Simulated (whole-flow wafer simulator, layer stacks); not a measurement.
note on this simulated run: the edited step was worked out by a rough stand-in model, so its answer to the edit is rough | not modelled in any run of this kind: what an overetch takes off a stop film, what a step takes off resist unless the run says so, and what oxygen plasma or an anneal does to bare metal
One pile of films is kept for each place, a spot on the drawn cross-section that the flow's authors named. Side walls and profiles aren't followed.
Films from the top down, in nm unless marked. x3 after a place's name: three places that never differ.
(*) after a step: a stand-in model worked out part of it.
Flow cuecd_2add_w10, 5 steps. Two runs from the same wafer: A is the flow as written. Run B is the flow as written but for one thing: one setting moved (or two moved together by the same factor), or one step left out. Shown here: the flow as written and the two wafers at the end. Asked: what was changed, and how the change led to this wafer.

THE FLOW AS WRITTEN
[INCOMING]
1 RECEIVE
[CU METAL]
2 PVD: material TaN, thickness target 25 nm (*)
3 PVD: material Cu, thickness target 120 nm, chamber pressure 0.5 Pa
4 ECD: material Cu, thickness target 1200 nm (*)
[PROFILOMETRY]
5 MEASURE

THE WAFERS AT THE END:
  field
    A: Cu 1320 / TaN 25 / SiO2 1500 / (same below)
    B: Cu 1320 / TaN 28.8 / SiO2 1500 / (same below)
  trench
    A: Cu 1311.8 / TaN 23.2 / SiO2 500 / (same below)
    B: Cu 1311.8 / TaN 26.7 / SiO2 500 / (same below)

The cause: step 2, PVD: thickness target 28.8 nm was run, where the flow has thickness target 25 nm.
It can be read off the wafer: field has TaN 28.8, and step 2 as written asks for 25 nm.

How the change led to this, step by step:
  2 PVD: material TaN, thickness target 25 nm (*)
      field: A TaN +25 (new film) | B TaN +28.8 (new film)
      trench: A TaN +23.2 (new film) | B TaN +26.7 (new film)
